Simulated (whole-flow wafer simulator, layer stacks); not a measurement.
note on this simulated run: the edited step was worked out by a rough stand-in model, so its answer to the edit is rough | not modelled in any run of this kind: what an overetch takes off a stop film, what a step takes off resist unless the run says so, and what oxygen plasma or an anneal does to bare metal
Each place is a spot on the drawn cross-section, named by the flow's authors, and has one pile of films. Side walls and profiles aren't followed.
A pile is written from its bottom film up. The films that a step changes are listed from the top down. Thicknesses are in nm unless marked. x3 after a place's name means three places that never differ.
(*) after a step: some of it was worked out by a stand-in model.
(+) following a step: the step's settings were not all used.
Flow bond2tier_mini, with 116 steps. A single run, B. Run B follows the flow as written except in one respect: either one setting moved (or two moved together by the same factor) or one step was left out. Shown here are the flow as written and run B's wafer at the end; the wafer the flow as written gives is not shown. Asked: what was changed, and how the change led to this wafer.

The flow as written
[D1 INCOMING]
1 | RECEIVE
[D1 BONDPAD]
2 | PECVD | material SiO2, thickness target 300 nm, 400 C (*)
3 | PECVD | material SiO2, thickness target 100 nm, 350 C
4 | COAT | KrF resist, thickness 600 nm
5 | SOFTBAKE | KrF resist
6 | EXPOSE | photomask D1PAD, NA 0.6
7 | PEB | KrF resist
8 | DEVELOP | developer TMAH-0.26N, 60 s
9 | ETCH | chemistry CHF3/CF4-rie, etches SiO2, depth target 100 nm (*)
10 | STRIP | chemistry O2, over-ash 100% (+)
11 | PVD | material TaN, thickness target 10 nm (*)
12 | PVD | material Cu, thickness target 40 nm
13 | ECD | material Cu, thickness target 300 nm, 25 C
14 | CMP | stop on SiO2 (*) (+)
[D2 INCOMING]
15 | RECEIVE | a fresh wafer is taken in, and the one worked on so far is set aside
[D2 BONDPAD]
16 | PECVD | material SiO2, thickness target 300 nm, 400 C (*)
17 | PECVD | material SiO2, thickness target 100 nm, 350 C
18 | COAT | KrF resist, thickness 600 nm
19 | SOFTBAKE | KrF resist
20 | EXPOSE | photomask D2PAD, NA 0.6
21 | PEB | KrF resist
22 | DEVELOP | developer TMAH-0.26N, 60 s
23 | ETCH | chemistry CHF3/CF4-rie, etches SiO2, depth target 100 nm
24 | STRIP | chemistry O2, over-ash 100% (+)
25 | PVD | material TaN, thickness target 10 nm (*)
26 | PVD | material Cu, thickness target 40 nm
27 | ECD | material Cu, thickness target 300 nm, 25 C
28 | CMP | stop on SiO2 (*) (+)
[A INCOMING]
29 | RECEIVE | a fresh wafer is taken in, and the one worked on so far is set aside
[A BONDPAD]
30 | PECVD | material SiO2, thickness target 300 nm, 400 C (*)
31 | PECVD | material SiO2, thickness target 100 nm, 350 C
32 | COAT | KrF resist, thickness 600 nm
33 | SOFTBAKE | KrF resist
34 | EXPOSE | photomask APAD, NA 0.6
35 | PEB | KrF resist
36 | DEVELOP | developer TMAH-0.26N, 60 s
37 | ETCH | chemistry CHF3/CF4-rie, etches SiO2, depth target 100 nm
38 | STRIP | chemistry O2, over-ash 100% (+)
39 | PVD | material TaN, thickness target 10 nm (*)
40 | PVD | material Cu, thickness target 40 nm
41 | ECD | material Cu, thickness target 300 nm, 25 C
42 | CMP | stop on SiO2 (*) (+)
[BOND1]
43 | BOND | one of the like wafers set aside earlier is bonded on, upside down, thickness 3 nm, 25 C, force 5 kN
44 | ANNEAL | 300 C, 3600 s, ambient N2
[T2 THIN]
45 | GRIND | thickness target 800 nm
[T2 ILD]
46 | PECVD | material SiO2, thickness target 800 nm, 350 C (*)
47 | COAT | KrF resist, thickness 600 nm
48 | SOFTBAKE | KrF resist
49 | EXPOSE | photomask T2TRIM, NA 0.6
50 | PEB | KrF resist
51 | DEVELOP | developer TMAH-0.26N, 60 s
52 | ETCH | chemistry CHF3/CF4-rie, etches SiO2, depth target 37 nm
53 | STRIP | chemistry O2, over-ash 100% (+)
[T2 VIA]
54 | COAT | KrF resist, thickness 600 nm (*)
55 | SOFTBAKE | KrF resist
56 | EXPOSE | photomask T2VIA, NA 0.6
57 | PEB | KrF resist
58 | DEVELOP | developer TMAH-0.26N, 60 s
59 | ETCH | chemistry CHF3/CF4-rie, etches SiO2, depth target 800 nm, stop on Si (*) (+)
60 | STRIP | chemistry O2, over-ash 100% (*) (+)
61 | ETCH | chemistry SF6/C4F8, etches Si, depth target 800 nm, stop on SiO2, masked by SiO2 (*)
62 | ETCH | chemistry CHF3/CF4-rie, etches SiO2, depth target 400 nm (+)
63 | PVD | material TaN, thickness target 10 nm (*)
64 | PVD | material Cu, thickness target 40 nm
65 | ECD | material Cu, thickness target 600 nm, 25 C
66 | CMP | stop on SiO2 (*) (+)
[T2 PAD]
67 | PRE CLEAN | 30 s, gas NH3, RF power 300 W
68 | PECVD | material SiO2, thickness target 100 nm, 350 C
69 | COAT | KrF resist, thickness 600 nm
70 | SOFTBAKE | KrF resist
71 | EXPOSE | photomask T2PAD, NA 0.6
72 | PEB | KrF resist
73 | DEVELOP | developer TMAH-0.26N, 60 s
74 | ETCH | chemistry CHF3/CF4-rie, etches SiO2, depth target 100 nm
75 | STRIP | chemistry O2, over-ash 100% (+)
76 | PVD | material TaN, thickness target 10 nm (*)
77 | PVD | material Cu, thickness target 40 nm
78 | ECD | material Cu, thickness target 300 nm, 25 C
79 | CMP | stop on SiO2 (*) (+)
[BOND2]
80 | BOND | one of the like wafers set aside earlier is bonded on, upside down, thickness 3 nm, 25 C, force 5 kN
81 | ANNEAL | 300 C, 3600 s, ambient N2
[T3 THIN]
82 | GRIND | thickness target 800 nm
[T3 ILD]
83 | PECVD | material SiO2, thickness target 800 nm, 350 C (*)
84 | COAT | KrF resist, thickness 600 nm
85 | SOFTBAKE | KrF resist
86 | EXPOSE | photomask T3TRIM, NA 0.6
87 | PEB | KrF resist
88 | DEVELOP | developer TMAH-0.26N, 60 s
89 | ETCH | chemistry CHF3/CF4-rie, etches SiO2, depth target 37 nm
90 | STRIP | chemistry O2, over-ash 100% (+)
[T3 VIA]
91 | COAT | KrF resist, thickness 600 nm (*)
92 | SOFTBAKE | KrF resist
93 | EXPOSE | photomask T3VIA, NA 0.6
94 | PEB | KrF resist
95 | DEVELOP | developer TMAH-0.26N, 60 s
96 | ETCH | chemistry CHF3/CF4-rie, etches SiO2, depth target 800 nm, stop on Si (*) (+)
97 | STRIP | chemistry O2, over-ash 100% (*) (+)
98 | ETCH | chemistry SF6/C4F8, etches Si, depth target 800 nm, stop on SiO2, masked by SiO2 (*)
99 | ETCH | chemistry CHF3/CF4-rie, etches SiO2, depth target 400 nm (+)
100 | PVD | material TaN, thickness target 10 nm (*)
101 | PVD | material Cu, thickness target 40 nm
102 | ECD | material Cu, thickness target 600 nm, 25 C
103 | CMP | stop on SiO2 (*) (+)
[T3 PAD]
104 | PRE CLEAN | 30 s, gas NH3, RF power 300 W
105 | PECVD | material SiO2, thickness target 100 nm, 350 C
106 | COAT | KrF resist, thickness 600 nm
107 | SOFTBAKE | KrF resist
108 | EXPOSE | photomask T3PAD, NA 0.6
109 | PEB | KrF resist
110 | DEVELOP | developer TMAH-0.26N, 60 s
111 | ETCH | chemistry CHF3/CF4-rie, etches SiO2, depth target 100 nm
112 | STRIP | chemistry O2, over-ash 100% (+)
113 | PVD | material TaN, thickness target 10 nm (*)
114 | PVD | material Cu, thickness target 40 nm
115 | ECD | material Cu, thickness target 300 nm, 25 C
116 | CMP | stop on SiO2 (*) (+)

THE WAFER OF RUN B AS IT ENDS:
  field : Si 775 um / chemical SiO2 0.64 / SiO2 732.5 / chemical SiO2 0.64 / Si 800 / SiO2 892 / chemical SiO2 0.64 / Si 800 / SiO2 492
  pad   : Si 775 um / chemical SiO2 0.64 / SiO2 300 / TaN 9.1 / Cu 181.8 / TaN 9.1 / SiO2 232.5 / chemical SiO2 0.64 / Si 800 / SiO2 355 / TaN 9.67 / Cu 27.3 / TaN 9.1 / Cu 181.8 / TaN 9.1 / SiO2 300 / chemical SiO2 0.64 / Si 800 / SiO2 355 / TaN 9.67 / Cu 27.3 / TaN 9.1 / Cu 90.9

Cause: step 2, PECVD: thickness target 232.5 nm was run, while the flow as written has thickness target 300 nm.
The wafer lets one read it off: pad has SiO2 232.5, and step 2 as written asks for 300 nm.

How this came from the change, step by step:
  2 | PECVD | material SiO2, thickness target 300 nm, 400 C (*)
      field, pad, via: +232.5 SiO2 (new film) (in the flow as written it would be: +300 SiO2 (new film))
  43 | BOND | one of the like wafers set aside earlier is bonded on, upside down, thickness 3 nm, 25 C, force 5 kN
      field: +775 um Si (new film), +0.64 chemical SiO2 (new film), +332.5 SiO2 (in the flow as written it would be: +775 um Si (new film), +0.64 chemical SiO2 (new film), +400 SiO2)
      pad: +775 um Si (new film), +0.64 chemical SiO2 (new film), +232.5 SiO2 (new film), +9.1 TaN (new film), +90.9 Cu (in the flow as written it would be: +775 um Si (new film), +0.64 chemical SiO2 (new film), +300 SiO2 (new film), +9.1 TaN (new film), +90.9 Cu)
      (and at 1 other place as well)
